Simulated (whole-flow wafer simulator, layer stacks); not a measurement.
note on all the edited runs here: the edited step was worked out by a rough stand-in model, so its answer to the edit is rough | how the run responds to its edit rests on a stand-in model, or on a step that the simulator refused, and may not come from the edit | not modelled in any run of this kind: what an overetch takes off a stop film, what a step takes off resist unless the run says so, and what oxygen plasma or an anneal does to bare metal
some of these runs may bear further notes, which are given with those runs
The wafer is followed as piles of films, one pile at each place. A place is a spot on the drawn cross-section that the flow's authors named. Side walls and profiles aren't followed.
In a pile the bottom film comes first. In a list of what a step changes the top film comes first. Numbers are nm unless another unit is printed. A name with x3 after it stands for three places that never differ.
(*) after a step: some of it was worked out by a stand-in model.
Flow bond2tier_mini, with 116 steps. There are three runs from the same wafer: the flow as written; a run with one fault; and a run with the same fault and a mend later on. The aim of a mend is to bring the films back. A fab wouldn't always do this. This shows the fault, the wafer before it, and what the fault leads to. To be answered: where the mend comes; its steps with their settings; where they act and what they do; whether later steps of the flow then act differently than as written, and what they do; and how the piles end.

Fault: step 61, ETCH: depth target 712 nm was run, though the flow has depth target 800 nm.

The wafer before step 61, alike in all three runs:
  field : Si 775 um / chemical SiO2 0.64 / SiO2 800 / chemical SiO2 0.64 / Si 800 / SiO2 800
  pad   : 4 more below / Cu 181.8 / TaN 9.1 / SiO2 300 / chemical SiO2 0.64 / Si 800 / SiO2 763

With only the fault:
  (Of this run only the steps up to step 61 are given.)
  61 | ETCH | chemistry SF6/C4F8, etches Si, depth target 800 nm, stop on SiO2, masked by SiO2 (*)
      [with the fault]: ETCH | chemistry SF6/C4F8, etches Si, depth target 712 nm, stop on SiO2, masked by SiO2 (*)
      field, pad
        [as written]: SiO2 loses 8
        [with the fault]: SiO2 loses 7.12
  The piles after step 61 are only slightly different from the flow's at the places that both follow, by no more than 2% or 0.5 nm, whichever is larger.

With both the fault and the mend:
  After step 61 comes the mend.
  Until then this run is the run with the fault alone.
  61a | ETCH | chemistry SF6/C4F8, etches Si, depth target 88 nm, stop on SiO2, masked by SiO2 (*) (the flow's step 61 again, with other settings)
      field, pad
        SiO2 loses 0.88
  None of the later steps of the flow acts differently than as written at any place that is followed.
  At every place that both follow, the piles at the end match the flow's.
